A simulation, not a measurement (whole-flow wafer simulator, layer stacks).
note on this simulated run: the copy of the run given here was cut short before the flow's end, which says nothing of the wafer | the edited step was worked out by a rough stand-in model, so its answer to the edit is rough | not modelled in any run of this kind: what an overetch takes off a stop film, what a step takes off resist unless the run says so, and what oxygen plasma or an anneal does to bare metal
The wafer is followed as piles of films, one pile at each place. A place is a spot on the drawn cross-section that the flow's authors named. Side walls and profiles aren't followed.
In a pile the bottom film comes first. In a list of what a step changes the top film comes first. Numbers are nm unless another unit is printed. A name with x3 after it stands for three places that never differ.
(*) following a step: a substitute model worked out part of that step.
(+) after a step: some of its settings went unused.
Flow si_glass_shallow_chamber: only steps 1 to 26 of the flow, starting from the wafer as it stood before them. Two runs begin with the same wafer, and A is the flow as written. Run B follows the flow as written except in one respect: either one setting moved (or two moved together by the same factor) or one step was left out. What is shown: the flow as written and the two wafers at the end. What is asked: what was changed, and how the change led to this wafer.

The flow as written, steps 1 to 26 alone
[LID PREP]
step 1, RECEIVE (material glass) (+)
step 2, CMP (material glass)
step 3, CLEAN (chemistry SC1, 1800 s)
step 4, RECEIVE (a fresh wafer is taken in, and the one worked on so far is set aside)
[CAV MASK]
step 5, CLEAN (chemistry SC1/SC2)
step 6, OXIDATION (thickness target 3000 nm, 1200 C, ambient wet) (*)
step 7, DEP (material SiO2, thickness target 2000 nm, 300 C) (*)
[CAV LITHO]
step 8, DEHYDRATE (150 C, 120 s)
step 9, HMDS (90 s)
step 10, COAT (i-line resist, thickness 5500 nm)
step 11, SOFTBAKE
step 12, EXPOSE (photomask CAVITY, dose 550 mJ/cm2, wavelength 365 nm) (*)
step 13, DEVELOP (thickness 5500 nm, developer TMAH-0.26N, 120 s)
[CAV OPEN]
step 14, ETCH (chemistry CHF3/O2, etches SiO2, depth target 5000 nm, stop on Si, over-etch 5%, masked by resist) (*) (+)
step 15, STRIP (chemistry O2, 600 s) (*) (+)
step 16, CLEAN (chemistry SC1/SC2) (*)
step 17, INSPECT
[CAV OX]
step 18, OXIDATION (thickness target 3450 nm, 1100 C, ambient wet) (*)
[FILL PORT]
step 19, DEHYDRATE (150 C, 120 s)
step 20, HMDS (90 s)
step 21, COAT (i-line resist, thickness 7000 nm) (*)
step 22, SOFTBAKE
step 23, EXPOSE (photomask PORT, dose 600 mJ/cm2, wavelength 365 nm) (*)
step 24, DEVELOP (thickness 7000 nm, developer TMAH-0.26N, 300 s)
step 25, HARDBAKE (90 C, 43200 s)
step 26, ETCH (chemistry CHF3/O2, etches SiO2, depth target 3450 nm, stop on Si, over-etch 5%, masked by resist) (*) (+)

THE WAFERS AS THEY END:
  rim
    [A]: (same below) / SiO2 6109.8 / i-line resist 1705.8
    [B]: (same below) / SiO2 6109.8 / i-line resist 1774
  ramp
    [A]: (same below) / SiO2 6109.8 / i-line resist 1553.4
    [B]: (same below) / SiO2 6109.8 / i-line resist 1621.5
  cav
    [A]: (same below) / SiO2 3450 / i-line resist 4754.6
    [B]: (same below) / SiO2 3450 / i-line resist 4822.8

Cause: step 26, ETCH: over-etch 2.63% was run, while the flow as written has over-etch 5%.

The path from the change to this, step by step:
  step 26, ETCH (chemistry CHF3/O2, etches SiO2, depth target 3450 nm, stop on Si, over-etch 5%, masked by resist) (*) (+)
      rim, ramp, cav, ring: A -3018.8 i-line resist | B -2950.6 i-line resist
      port: A -3450 SiO2 (all of it), -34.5 Si | B -3450 SiO2 (all of it), -18.1 Si
      (also at 1 further place)
